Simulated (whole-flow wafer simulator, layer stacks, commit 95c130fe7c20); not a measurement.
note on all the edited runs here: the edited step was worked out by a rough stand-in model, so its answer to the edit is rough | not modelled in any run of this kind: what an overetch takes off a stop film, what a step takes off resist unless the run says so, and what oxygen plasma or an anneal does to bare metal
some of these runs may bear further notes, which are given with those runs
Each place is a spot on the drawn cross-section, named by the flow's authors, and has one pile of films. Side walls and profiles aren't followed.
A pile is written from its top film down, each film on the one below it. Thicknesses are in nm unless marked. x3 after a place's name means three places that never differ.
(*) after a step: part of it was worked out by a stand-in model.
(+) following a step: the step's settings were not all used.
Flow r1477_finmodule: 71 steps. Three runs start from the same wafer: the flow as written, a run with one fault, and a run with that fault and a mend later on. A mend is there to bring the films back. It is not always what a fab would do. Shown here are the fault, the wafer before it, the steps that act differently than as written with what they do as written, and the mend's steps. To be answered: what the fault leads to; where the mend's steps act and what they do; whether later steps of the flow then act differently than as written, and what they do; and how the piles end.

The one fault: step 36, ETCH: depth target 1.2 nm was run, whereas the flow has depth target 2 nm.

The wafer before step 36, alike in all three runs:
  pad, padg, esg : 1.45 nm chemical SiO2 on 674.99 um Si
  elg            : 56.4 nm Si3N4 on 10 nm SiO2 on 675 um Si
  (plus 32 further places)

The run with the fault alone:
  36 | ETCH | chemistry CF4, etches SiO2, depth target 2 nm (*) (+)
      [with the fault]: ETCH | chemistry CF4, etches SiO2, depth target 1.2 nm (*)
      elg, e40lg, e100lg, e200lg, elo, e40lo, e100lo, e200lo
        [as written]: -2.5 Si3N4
        [with the fault]: -1.5 Si3N4
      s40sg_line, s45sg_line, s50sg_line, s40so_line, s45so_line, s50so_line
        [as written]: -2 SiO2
        [with the fault]: -1.2 SiO2
  Later steps of the flow acting differently than as written (7 other steps are not shown; they differ only slightly, by no more than 2% or 0.5 nm, whichever is larger):
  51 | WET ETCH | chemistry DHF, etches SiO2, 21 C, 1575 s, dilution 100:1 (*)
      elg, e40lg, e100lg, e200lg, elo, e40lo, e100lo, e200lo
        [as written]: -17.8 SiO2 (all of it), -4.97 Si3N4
        [with the fault]: -16.8 SiO2 (all of it), -5.05 Si3N4
  At elg, e40lg, e100lg, e200lg, elo, e40lo, e100lo, e200lo, the piles at the end differ from the flow's by more than 2% or 0.5 nm, whichever is larger.
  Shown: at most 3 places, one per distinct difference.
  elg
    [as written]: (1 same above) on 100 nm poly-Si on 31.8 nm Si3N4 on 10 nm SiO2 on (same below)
    [with the fault]: (1 same above) on 100 nm poly-Si on 32.7 nm Si3N4 on 10 nm SiO2 on (same below)
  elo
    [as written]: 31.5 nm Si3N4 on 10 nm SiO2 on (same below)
    [with the fault]: 32.5 nm Si3N4 on 10 nm SiO2 on (same below)

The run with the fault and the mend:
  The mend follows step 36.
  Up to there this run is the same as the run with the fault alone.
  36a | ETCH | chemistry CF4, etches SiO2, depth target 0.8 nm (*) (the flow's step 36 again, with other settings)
      pad, padg, e40sg and 11 more
        -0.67 Si
      elg, e40lg, e100lg, e200lg, elo, e40lo, e100lo, e200lo
        -1 Si3N4
      s40sg_line, s45sg_line, s50sg_line, s40so_line, s45so_line, s50so_line
        -0.8 SiO2
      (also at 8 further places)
  Every later step of the flow that is run acts as written, at every place that is followed, to within 2% or 0.5 nm, whichever is larger.
  The piles end only slightly different from the flow's at the places that both follow, by no more than 2% or 0.5 nm, whichever is larger.
